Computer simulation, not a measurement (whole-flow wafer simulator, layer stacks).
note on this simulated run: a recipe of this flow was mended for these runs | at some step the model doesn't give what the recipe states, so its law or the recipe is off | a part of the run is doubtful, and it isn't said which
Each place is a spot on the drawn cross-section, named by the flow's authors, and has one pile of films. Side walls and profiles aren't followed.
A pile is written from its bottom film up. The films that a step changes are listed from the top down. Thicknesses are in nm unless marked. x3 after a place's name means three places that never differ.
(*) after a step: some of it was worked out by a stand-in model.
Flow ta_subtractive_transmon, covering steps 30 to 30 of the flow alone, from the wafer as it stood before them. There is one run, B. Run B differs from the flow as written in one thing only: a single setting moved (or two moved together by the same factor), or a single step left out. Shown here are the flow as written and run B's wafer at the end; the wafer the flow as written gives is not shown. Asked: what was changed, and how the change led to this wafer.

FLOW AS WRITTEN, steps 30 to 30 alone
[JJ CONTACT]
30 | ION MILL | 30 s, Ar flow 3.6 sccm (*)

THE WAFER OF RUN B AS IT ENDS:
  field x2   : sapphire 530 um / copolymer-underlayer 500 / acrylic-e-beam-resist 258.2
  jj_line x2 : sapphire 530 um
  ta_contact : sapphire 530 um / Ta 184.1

Cause: step 30, ION MILL: 48 s was run, while the flow as written has 30 s.

The path from the change to this, step by step:
  30 | ION MILL | 30 s, Ar flow 3.6 sccm (*)
      field x2, ta_pad: -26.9 acrylic-e-beam-resist (in the flow as written it would be: -16.8 acrylic-e-beam-resist)
      jj_line x2: -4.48 sapphire (in the flow as written it would be: -2.8 sapphire)
      (as well as at 1 more place)
